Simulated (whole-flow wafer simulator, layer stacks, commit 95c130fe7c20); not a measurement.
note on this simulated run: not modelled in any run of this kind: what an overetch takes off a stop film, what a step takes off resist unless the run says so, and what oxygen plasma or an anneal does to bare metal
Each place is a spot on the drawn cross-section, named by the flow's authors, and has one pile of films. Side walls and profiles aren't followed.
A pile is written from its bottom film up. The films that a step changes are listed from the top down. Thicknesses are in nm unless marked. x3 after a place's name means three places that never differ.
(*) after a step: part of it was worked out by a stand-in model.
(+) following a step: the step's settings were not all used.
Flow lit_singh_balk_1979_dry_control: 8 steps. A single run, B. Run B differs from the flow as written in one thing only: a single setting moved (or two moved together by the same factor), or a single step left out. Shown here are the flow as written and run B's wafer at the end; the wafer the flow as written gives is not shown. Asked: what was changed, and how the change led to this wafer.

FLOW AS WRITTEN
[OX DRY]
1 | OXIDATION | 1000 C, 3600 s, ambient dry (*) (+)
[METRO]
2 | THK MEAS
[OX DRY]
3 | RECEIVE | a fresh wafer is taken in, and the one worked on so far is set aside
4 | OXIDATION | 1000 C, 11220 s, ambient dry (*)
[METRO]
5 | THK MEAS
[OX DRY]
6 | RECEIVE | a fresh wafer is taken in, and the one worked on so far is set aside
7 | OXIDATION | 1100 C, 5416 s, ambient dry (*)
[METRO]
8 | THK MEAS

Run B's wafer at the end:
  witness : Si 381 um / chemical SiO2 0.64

The reason: step 7, OXIDATION: 1100 C, 5416 s, ambient dry (*), was skipped.

How this came from the change, step by step:
  (no step that both runs have acts differently)
